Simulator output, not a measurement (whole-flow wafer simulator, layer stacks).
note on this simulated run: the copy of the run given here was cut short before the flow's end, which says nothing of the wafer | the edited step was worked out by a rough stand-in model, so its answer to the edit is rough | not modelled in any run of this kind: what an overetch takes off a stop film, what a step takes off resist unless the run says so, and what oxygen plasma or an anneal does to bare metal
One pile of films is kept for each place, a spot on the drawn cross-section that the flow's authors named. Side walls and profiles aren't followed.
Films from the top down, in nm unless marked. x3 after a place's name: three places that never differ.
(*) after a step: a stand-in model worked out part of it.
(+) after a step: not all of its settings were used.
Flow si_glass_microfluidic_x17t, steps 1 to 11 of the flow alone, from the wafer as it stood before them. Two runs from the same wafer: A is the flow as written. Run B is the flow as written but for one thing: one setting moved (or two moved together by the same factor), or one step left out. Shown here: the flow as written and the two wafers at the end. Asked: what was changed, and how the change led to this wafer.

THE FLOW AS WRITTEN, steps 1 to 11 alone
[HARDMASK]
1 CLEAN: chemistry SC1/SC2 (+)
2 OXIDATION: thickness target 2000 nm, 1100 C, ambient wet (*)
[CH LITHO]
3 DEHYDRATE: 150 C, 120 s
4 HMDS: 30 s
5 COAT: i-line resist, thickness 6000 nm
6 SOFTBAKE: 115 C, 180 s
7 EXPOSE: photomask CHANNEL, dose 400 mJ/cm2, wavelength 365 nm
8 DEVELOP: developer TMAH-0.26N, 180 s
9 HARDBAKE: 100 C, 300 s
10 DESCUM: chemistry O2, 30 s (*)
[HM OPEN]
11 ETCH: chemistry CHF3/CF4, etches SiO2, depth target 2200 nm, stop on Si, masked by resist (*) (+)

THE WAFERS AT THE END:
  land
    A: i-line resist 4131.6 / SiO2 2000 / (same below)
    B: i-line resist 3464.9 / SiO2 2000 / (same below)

The cause: step 11, ETCH: depth target 3190 nm was run, where the flow has depth target 2200 nm.

How the change led to this, step by step:
  11 ETCH: chemistry CHF3/CF4, etches SiO2, depth target 2200 nm, stop on Si, masked by resist (*) (+)
      land: A i-line resist -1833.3 | B i-line resist -2500
